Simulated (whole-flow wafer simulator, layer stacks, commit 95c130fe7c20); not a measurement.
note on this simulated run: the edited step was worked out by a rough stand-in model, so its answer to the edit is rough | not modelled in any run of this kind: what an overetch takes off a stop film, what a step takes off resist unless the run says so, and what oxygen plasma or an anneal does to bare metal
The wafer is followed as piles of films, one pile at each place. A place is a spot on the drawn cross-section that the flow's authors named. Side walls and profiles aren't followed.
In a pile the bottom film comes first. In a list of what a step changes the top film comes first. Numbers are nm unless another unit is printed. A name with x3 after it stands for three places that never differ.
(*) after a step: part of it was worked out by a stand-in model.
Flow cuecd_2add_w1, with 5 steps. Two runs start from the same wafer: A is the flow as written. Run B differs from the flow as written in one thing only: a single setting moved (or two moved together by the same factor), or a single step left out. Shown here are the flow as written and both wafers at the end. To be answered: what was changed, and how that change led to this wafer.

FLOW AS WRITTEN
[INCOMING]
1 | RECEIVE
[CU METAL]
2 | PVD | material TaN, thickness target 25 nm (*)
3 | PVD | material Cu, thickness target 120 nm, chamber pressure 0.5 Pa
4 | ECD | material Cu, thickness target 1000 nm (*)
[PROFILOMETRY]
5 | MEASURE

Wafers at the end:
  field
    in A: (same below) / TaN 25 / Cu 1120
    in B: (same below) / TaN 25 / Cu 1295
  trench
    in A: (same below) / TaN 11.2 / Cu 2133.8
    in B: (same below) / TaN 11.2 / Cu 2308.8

Cause: step 4, ECD: thickness target 1175 nm was run, whereas the flow has thickness target 1000 nm.

How this came from the change, step by step:
  4 | ECD | material Cu, thickness target 1000 nm (*)
      field: A +1000 Cu | B +1175 Cu
      trench: A +2080.2 Cu | B +2255.2 Cu
